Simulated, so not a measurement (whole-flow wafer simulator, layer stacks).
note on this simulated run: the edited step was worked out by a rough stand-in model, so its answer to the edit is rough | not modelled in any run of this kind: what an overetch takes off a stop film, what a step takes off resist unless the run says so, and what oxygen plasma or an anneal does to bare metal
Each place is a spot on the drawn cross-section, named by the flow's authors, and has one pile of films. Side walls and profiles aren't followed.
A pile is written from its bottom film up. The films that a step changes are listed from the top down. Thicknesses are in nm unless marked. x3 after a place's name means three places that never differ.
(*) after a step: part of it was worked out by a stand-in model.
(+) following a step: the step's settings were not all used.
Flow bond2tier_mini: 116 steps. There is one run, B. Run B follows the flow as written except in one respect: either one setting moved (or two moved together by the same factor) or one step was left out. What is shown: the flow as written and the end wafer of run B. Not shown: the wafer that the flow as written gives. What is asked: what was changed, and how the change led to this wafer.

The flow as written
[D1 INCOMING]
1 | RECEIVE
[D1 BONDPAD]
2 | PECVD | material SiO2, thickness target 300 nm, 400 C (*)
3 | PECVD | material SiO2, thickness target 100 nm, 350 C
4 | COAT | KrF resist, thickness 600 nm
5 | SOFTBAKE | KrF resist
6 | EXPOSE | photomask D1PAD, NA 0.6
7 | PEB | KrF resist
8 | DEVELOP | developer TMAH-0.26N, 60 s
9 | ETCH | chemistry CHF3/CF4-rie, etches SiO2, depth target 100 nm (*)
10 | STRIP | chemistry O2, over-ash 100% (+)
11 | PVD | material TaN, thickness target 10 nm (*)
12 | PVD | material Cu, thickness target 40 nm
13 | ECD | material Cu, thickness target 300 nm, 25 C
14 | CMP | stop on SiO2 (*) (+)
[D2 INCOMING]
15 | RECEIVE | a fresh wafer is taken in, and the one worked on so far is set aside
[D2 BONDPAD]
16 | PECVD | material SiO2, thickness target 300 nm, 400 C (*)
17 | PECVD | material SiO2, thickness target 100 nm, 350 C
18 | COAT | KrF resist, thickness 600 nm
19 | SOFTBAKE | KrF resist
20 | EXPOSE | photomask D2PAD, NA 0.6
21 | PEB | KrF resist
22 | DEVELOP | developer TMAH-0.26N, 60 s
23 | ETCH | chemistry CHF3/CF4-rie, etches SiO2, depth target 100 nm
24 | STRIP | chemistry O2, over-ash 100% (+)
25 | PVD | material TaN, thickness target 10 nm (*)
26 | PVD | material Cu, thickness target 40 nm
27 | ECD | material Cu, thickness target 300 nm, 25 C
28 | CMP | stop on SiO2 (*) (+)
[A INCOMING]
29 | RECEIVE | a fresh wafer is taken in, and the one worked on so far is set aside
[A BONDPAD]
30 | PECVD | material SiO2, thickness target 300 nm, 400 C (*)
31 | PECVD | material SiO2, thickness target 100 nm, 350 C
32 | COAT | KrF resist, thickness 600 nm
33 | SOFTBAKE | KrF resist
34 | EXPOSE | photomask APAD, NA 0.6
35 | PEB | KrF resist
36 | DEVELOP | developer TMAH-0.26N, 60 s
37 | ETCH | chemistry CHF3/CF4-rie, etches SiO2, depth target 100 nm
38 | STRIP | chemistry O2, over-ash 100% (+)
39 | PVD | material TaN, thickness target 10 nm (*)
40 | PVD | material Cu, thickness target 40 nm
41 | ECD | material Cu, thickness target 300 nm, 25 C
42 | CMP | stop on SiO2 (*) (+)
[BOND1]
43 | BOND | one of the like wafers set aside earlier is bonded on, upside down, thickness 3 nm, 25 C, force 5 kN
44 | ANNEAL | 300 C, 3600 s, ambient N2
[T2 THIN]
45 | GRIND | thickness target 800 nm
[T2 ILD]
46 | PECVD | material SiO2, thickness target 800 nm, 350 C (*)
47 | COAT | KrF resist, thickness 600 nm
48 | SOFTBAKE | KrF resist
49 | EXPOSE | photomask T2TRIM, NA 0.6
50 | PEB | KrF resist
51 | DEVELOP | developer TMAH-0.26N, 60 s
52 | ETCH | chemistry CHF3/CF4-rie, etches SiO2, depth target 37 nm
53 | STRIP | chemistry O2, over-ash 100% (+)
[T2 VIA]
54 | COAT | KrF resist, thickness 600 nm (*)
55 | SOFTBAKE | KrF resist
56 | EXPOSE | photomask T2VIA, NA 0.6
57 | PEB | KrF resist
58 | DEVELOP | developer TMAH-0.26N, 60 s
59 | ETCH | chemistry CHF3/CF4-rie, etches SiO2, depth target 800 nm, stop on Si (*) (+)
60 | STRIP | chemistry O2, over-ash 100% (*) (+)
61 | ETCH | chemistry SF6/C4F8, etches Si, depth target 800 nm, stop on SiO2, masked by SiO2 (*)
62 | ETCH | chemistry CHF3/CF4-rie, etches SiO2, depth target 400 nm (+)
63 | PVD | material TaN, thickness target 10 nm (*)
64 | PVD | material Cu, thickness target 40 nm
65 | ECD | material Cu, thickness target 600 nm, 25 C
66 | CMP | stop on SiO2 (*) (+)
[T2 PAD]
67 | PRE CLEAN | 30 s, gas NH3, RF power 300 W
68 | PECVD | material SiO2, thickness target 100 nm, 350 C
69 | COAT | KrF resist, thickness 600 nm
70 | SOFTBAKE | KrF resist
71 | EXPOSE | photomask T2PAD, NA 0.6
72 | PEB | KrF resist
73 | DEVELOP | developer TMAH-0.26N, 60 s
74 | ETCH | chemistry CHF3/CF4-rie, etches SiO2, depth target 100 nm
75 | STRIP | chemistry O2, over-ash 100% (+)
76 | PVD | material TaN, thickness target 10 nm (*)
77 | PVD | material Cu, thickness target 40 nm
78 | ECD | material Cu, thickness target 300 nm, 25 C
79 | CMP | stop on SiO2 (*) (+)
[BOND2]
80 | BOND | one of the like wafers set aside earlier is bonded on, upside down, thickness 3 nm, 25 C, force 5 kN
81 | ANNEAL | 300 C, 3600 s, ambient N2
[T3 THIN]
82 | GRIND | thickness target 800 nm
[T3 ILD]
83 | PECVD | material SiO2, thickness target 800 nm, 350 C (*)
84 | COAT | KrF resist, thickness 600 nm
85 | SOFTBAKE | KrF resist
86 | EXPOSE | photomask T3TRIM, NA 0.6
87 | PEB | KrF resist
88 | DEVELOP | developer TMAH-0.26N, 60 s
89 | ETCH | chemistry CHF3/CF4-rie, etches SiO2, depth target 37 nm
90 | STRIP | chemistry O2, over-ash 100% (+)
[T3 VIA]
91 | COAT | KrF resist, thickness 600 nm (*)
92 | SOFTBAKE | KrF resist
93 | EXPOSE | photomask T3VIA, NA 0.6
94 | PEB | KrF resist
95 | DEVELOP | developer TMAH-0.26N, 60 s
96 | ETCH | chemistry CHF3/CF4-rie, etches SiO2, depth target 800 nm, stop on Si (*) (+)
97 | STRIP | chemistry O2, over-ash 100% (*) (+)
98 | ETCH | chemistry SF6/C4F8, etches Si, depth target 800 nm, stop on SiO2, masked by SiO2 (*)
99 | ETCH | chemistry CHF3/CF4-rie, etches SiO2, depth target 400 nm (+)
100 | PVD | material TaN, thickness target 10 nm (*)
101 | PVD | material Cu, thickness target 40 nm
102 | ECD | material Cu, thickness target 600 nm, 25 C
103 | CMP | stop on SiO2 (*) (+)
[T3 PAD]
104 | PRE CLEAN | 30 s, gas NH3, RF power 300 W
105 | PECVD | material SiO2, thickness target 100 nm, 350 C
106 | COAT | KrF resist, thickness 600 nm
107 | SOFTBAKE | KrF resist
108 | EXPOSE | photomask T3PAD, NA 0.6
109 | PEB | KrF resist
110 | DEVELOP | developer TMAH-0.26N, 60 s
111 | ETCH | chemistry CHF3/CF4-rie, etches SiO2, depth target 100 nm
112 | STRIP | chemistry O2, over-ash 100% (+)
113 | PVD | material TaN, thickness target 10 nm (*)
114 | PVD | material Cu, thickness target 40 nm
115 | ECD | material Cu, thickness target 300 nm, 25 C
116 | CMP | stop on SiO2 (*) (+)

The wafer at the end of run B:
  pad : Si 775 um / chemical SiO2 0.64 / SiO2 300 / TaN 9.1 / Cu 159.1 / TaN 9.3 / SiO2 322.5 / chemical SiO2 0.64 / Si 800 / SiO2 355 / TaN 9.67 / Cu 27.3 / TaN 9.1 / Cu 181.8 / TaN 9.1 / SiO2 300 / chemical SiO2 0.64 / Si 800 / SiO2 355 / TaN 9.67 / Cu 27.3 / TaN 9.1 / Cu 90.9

Cause: step 9, ETCH: depth target 77.5 nm was run, while the flow as written has depth target 100 nm.

The path from the change to this, step by step:
  9 | ETCH | chemistry CHF3/CF4-rie, etches SiO2, depth target 100 nm (*)
      pad, via: SiO2 loses 77.5 (it would be, as written: SiO2 loses 100)
      field: KrF resist loses 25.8 (it would be, as written: KrF resist loses 33.3)
  12 | PVD | material Cu, thickness target 40 nm
      pad: Cu gains 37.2 (new film) (it would be, as written: Cu gains 36.4 (new film))
  13 | ECD | material Cu, thickness target 300 nm, 25 C
      pad: Cu gains 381 (it would be, as written: Cu gains 404.5)
      via: Cu gains 377.6 (it would be, as written: Cu gains 400.2)
  43 | BOND | one of the like wafers set aside earlier is bonded on, upside down, thickness 3 nm, 25 C, force 5 kN
      pad: Si gains 775 um (new film), chemical SiO2 gains 0.64 (new film), SiO2 gains 322.5 (new film), TaN gains 9.3 (new film), Cu gains 68.2 (it would be, as written: Si gains 775 um (new film), chemical SiO2 gains 0.64 (new film), SiO2 gains 300 (new film), TaN gains 9.1 (new film), Cu gains 90.9)
      via: Si gains 775 um (new film), chemical SiO2 gains 0.64 (new film), SiO2 gains 322.5 (new film), TaN gains 9.99 (new film), Cu gains 67.5 (it would be, as written: Si gains 775 um (new film), chemical SiO2 gains 0.64 (new film), SiO2 gains 300 (new film), TaN gains 9.97 (new film), Cu gains 90)
